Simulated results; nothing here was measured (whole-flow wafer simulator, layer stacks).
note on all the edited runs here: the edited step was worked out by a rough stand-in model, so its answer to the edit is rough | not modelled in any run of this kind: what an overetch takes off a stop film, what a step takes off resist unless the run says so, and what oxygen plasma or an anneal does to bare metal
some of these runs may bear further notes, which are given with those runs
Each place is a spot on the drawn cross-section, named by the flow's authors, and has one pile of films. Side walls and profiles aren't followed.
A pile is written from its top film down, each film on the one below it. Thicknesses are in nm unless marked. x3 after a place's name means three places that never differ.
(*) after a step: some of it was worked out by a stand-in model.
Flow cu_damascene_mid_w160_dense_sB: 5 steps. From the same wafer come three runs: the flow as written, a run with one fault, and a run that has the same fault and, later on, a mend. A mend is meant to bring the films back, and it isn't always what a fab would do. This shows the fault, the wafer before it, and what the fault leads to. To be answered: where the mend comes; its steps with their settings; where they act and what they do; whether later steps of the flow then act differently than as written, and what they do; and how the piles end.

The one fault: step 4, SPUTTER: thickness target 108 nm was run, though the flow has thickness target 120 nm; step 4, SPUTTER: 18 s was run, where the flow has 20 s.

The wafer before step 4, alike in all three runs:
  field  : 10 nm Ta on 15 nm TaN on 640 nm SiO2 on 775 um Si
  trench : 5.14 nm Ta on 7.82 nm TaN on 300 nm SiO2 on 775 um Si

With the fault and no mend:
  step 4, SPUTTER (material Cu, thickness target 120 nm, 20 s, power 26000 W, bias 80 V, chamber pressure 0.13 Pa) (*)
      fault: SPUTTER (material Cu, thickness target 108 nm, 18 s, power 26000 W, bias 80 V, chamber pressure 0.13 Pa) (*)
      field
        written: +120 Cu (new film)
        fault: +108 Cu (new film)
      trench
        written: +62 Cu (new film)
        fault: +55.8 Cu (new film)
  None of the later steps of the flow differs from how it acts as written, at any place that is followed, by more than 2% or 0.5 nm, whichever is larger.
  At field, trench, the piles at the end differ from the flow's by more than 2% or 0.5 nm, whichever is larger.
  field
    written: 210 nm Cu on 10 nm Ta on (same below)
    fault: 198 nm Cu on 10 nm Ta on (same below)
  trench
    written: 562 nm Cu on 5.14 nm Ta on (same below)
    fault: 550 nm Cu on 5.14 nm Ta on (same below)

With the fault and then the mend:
  The mend follows step 4.
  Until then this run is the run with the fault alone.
  step 4a, SPUTTER (material Cu, thickness target 12 nm, 2 s, power 26000 W, bias 80 V, chamber pressure 0.13 Pa) (*) (the flow's step 4 again, with other settings)
      field
        +12 Cu
      trench
        +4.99 Cu
  None of the later steps of the flow differs from how it acts as written, at any place that is followed, by more than 2% or 0.5 nm, whichever is larger.
  The piles end the same as the flow's at every place that both follow.
